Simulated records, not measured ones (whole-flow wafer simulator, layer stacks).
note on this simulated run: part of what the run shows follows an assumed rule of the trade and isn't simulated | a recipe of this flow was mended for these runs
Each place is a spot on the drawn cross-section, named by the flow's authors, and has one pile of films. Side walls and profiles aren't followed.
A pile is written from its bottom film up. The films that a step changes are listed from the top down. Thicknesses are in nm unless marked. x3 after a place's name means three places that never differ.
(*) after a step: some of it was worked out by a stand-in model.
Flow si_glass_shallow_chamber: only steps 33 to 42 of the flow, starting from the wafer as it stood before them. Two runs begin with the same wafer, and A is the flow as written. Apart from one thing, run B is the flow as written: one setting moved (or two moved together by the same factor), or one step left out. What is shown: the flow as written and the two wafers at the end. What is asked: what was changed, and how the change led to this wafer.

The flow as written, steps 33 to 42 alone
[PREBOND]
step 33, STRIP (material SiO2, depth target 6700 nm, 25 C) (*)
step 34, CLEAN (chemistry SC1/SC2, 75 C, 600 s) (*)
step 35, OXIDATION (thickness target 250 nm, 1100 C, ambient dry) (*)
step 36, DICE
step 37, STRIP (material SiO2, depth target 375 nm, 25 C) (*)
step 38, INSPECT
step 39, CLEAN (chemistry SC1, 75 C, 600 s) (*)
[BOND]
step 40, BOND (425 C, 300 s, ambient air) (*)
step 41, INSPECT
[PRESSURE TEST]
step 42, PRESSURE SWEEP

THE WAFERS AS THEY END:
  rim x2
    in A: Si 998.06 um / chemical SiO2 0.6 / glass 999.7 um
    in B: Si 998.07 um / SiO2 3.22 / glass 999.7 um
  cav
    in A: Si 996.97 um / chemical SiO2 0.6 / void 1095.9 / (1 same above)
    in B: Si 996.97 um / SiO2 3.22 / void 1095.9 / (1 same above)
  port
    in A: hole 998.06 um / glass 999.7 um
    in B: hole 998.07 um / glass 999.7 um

What caused this: step 37, STRIP: depth target 187.5 nm was run, whereas the flow has depth target 375 nm.

Step by step, how the change led to this:
  step 37, STRIP (material SiO2, depth target 375 nm, 25 C) (*)
      rim x2, cav, septum, ring: A -250 SiO2 (all of it) | B -243.8 SiO2
  step 39, CLEAN (chemistry SC1, 75 C, 600 s) (*)
      rim x2, cav, septum, ring: A +0.6 chemical SiO2 (new film), -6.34 Si | B -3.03 SiO2
